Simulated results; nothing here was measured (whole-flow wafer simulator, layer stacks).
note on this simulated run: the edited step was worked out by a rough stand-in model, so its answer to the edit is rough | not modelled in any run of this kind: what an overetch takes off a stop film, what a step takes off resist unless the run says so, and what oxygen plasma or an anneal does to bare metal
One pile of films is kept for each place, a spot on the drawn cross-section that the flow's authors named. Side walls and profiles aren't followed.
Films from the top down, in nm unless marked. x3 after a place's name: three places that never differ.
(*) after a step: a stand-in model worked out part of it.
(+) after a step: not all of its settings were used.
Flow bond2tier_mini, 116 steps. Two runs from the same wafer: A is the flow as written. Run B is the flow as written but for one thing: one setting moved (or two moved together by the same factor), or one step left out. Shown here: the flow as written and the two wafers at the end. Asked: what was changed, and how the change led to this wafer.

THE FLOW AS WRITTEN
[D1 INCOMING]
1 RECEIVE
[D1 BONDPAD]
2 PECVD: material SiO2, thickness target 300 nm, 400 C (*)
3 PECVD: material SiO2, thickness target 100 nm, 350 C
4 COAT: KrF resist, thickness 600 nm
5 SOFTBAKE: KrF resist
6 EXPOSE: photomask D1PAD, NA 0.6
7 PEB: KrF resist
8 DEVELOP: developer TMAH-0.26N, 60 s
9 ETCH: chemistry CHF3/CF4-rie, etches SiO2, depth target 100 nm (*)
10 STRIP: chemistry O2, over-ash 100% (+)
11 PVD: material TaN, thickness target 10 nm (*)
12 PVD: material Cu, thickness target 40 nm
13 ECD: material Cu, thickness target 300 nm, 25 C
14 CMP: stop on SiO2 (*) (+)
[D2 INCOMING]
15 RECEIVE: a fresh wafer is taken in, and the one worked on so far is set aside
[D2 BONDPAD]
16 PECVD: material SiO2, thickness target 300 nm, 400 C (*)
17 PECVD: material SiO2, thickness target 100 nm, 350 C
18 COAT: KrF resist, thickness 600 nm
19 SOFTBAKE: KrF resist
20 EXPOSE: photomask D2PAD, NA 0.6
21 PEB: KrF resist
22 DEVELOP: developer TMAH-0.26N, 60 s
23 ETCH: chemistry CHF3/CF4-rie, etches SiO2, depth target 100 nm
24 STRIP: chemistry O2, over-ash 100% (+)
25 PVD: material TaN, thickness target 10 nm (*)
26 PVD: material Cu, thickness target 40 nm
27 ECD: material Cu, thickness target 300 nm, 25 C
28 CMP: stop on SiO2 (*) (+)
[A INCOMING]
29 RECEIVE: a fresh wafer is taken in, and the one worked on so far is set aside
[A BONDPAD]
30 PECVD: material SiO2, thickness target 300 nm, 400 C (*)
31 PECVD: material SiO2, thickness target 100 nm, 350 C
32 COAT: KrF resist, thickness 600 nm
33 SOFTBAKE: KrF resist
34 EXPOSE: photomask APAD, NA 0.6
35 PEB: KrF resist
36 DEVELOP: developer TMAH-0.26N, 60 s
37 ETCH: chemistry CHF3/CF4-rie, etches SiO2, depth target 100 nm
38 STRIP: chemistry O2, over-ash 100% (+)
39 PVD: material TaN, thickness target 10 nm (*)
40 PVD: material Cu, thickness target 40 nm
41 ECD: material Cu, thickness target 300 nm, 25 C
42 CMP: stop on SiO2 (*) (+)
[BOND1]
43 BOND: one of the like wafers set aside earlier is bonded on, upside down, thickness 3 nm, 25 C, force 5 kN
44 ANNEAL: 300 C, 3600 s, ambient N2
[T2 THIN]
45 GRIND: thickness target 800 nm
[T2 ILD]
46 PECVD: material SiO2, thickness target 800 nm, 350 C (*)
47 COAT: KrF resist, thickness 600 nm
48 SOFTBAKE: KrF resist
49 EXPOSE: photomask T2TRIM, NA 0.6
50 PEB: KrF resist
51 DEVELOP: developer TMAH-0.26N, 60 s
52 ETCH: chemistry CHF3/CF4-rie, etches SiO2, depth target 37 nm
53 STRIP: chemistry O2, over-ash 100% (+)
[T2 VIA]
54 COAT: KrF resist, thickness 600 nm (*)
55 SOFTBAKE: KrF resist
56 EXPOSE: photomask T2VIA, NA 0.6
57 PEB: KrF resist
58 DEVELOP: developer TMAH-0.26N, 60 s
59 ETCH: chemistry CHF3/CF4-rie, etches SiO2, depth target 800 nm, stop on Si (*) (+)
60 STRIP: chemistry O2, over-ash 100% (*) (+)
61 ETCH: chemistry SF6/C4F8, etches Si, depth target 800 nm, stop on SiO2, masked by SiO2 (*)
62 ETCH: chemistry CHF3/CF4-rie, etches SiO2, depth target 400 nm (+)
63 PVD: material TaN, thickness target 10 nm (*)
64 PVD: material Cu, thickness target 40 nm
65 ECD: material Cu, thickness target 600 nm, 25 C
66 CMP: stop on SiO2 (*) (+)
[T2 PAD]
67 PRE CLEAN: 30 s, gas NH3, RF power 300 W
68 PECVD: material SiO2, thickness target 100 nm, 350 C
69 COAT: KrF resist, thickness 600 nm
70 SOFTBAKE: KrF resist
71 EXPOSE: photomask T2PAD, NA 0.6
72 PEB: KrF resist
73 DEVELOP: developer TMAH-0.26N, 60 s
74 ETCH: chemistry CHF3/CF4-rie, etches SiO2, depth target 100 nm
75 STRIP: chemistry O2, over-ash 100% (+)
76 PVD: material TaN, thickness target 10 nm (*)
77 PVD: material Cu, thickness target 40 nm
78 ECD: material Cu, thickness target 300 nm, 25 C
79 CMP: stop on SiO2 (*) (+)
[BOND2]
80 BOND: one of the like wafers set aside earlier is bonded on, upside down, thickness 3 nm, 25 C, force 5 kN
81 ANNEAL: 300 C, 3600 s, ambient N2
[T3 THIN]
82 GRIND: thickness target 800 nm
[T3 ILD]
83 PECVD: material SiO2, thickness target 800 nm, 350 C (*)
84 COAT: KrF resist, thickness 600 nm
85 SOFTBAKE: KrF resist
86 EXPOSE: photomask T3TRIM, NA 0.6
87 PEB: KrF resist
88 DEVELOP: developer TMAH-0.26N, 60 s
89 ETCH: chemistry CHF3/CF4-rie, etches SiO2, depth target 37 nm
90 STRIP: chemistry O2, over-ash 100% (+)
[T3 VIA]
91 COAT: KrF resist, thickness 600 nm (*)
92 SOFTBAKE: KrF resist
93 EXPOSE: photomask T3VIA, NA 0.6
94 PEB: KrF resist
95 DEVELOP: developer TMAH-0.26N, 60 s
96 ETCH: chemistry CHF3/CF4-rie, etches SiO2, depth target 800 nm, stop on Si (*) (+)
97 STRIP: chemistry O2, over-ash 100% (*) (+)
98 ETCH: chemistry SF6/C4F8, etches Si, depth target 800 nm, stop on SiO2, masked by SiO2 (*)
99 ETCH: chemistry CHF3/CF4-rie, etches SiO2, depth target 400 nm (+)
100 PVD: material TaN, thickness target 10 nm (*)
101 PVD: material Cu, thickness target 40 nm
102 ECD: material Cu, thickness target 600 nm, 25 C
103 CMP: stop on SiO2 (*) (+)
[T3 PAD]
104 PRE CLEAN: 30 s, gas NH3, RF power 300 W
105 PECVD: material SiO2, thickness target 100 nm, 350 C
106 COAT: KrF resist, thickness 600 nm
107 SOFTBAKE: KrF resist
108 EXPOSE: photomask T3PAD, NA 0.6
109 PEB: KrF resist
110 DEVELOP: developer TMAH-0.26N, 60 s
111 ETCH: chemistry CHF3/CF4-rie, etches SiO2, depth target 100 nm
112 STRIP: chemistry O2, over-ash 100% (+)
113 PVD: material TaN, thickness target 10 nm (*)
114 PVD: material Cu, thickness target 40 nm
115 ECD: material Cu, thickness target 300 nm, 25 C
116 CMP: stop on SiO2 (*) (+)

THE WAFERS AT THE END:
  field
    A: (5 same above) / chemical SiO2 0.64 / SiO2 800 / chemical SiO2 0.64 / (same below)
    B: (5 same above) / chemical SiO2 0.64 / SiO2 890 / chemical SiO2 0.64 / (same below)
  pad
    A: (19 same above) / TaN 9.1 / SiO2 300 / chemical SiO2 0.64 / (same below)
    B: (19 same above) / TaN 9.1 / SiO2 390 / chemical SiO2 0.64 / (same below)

The cause: step 30, PECVD: thickness target 390 nm was run, where the flow has thickness target 300 nm.
It can be read off the wafer: pad has SiO2 390, and step 30 as written asks for 300 nm.

How the change led to this, step by step:
  30 PECVD: material SiO2, thickness target 300 nm, 400 C (*)
      field, pad, via: A SiO2 +300 (new film) | B SiO2 +390 (new film)
